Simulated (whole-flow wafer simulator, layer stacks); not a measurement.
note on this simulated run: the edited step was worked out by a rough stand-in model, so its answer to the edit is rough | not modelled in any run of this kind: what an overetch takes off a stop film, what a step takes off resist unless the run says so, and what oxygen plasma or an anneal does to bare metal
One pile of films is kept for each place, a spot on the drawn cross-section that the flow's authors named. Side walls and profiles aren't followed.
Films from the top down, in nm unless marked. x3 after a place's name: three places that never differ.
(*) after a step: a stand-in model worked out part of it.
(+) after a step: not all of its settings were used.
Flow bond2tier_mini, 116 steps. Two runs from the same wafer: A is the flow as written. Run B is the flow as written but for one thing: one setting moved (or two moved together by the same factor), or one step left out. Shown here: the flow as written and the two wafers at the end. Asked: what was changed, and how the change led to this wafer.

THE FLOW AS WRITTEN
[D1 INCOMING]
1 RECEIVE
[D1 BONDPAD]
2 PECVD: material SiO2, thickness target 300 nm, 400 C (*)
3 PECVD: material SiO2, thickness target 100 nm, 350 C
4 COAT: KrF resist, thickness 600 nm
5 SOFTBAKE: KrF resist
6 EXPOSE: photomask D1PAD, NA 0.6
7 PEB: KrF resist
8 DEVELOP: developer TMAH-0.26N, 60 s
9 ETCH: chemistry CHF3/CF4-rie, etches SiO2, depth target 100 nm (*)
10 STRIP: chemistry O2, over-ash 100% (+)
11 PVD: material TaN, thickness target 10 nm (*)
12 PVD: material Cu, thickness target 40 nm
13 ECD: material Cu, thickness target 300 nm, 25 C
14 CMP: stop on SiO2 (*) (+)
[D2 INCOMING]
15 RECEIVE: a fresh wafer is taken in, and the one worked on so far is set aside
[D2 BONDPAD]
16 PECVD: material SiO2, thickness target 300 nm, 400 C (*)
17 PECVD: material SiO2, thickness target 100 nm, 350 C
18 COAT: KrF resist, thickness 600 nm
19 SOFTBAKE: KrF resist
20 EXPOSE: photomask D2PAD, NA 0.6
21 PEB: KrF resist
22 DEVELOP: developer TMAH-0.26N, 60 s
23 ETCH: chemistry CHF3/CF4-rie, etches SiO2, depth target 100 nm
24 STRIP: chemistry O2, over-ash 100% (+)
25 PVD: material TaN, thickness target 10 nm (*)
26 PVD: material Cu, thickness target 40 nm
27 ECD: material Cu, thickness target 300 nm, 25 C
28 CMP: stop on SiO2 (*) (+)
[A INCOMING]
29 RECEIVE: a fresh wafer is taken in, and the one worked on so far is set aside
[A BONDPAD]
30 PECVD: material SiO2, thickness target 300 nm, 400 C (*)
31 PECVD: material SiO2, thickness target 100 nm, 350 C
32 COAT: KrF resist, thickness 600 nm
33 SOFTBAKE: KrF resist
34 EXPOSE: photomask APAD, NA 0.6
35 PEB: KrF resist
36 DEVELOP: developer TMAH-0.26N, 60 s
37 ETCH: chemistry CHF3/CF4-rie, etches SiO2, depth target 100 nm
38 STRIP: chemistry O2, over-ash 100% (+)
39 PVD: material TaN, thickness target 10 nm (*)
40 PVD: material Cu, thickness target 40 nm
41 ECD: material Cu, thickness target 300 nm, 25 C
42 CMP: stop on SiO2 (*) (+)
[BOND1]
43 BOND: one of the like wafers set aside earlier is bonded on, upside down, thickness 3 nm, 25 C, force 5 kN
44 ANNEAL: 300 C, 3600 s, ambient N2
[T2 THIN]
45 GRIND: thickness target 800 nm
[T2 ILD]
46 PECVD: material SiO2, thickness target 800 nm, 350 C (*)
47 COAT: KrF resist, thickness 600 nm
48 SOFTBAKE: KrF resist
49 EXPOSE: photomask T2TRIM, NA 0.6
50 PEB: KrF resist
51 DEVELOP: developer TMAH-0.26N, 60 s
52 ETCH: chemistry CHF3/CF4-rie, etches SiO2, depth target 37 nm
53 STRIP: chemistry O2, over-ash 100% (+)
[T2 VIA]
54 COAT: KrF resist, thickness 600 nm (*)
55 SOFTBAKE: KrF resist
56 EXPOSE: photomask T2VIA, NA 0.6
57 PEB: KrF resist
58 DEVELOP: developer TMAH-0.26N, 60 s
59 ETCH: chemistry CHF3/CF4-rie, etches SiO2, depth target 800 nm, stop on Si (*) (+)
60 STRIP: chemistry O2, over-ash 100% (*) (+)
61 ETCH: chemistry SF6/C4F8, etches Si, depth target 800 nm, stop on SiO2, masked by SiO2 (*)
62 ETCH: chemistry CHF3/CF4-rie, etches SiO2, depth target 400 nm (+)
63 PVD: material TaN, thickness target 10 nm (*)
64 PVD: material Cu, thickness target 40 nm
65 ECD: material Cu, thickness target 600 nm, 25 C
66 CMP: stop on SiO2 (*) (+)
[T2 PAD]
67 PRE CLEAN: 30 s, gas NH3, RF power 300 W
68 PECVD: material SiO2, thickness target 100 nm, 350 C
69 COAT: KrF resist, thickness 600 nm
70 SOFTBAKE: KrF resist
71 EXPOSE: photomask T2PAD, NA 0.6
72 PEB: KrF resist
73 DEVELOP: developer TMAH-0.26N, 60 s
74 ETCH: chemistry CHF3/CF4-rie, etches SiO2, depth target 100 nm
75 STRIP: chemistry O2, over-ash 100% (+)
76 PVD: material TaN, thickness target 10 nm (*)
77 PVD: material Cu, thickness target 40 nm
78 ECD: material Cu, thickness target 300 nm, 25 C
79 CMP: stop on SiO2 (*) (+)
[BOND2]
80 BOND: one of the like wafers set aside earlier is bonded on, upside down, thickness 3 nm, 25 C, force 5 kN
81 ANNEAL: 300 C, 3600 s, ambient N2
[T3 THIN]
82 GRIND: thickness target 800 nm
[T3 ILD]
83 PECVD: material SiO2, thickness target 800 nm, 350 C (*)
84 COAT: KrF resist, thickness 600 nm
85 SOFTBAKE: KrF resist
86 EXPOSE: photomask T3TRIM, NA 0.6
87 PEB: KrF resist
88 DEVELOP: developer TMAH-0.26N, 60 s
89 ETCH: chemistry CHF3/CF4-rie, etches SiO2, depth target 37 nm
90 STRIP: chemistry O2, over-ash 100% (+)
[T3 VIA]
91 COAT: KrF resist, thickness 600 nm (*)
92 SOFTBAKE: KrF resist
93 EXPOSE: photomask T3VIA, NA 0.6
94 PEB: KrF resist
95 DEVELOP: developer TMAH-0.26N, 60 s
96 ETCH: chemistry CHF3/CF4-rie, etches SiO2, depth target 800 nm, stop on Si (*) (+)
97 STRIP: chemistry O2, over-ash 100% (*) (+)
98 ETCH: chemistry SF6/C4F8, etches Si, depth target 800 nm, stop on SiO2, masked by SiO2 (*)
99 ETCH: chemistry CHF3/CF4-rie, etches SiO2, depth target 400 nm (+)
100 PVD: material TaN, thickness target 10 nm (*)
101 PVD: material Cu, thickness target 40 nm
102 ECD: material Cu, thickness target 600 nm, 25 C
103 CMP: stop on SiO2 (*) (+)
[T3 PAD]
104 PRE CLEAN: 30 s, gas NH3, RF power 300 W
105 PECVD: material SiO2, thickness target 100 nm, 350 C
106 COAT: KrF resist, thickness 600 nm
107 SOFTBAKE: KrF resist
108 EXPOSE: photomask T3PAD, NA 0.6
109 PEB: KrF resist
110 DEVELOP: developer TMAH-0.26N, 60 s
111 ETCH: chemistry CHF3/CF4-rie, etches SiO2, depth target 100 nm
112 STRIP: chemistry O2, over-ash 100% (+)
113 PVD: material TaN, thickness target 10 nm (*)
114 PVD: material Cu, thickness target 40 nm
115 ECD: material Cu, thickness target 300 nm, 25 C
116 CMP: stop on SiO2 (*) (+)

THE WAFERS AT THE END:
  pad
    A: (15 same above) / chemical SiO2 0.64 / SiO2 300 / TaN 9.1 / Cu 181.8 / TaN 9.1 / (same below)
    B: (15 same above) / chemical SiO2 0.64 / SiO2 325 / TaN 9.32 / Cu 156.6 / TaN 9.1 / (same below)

The cause: step 9, ETCH: depth target 75 nm was run, where the flow has depth target 100 nm.

How the change led to this, step by step:
  9 ETCH: chemistry CHF3/CF4-rie, etches SiO2, depth target 100 nm (*)
      pad, via: A SiO2 -100 | B SiO2 -75
      field: A KrF resist -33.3 | B KrF resist -25
  12 PVD: material Cu, thickness target 40 nm
      pad: A Cu +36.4 (new film) | B Cu +37.3 (new film)
  13 ECD: material Cu, thickness target 300 nm, 25 C
      pad: A Cu +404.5 | B Cu +378.4
      via: A Cu +400.2 | B Cu +375.1
  43 BOND: one of the like wafers set aside earlier is bonded on, upside down, thickness 3 nm, 25 C, force 5 kN
      pad: A Si +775 um (new film), chemical SiO2 +0.64 (new film), SiO2 +300 (new film), TaN +9.1 (new film), Cu +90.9 | B Si +775 um (new film), chemical SiO2 +0.64 (new film), SiO2 +325 (new film), TaN +9.32 (new film), Cu +65.7
      via: A Si +775 um (new film), chemical SiO2 +0.64 (new film), SiO2 +300 (new film), TaN +9.97 (new film), Cu +90 | B Si +775 um (new film), chemical SiO2 +0.64 (new film), SiO2 +325 (new film), TaN +9.99 (new film), Cu +65
